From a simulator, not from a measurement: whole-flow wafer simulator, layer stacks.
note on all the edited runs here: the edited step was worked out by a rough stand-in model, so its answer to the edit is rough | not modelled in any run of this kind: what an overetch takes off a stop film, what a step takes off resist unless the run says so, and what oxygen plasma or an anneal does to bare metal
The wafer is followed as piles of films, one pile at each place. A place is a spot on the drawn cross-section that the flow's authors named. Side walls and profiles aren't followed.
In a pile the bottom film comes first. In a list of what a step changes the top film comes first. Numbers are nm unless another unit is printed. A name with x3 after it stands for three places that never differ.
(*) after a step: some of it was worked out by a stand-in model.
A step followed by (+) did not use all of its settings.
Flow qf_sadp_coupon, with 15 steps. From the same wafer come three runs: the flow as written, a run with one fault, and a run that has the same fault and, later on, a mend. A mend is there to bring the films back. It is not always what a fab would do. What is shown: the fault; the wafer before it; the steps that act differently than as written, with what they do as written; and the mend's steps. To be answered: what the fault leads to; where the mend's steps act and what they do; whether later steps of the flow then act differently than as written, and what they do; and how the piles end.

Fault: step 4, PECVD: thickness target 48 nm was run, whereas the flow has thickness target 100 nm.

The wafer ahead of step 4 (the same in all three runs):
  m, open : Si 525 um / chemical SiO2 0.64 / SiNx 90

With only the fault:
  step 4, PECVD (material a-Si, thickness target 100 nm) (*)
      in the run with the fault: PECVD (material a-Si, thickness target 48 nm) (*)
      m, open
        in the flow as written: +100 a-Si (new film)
        in the run with the fault: +48 a-Si (new film)
  Later steps of the flow acting differently than as written:
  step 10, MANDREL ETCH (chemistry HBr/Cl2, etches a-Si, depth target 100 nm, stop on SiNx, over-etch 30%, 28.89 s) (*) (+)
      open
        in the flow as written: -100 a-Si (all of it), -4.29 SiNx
        in the run with the fault: -48 a-Si (all of it), -11.7 SiNx
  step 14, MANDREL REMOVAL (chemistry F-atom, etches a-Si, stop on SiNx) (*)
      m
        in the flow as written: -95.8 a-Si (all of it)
        in the run with the fault: -43.8 a-Si (all of it)
  The piles end different from the flow's at open by more than 2% or 0.5 nm, whichever is larger.
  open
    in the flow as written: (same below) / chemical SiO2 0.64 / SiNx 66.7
    in the run with the fault: (same below) / chemical SiO2 0.64 / SiNx 59.2

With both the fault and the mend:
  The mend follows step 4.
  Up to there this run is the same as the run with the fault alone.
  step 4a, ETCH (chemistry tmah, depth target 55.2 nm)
      m, open
        -48 a-Si (all of it)
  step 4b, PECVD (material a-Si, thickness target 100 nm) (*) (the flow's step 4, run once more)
      m, open
        +100 a-Si (new film)
  Every later step of the flow that is run acts as written at every place that is followed.
  The piles end the same as the flow's at every place that both follow.
